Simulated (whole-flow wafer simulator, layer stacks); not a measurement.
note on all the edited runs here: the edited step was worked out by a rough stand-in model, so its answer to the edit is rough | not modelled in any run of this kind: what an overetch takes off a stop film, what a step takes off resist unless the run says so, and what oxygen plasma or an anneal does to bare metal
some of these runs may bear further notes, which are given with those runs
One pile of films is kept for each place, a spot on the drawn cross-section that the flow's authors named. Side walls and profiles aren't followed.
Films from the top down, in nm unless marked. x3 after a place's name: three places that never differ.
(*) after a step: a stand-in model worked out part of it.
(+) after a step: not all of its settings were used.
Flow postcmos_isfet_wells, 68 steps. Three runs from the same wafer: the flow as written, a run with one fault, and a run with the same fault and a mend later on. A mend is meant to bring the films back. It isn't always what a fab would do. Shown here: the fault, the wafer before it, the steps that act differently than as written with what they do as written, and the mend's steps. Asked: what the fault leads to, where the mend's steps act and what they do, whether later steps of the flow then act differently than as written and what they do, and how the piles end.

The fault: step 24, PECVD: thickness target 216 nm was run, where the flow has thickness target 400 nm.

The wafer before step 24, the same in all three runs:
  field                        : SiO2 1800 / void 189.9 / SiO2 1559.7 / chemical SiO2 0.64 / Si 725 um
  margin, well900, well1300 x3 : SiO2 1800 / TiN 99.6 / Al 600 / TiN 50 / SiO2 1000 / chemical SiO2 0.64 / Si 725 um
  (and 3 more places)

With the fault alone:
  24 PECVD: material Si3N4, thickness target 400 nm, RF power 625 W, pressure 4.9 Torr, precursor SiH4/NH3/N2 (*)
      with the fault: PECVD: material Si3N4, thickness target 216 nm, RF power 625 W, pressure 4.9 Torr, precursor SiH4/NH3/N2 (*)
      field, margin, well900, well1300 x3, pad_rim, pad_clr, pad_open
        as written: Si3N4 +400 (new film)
        with the fault: Si3N4 +216 (new film)
  Later steps of the flow that act differently than as written (2 more steps differ only slightly, by at most 2% or 0.5 nm, whichever is larger, and aren't shown):
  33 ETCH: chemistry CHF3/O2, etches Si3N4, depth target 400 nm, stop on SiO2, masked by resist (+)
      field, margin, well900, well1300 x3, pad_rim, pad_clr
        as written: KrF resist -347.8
        with the fault: KrF resist -281.7
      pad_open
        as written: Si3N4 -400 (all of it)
        with the fault: Si3N4 -216 (all of it)
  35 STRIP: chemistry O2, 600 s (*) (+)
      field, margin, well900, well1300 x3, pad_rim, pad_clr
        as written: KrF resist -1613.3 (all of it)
        with the fault: KrF resist -1679.4 (all of it)
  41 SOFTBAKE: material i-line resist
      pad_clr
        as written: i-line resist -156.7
        with the fault: i-line resist -138.4
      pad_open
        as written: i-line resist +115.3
        with the fault: i-line resist +107.1
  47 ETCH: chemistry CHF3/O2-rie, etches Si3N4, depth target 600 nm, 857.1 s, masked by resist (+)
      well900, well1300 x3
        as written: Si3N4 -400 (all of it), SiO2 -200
        with the fault: Si3N4 -216 (all of it), SiO2 -384
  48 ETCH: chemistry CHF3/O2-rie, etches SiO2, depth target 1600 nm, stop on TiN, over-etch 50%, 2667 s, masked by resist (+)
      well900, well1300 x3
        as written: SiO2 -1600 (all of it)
        with the fault: SiO2 -1416 (all of it)
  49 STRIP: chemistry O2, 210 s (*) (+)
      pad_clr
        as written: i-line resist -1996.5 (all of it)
        with the fault: i-line resist -2072.3 (all of it)
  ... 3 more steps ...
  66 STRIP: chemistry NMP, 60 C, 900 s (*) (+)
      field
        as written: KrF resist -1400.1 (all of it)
        with the fault: KrF resist -1487.4 (all of it)
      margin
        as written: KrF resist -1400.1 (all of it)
        with the fault: KrF resist -1487.3 (all of it)
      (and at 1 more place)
  At the end the piles differ from the flow's by more than 2% or 0.5 nm, whichever is larger, at field, margin, pad_rim, pad_clr.
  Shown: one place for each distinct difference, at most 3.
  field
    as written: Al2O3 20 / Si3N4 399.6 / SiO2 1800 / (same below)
    with the fault: Al2O3 20 / Si3N4 215.6 / SiO2 1800 / (same below)
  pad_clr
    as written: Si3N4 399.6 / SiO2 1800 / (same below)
    with the fault: Si3N4 215.6 / SiO2 1800 / (same below)

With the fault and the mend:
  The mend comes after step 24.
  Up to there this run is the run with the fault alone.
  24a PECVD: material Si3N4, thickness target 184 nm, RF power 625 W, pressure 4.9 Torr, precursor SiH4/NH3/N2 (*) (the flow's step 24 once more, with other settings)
      field, margin, well900, well1300 x3, pad_rim, pad_clr, pad_open
        Si3N4 +184
  No later step of the flow acts differently than as written at any place that is followed.
  At the end the piles are the same as the flow's at every place that both follow.
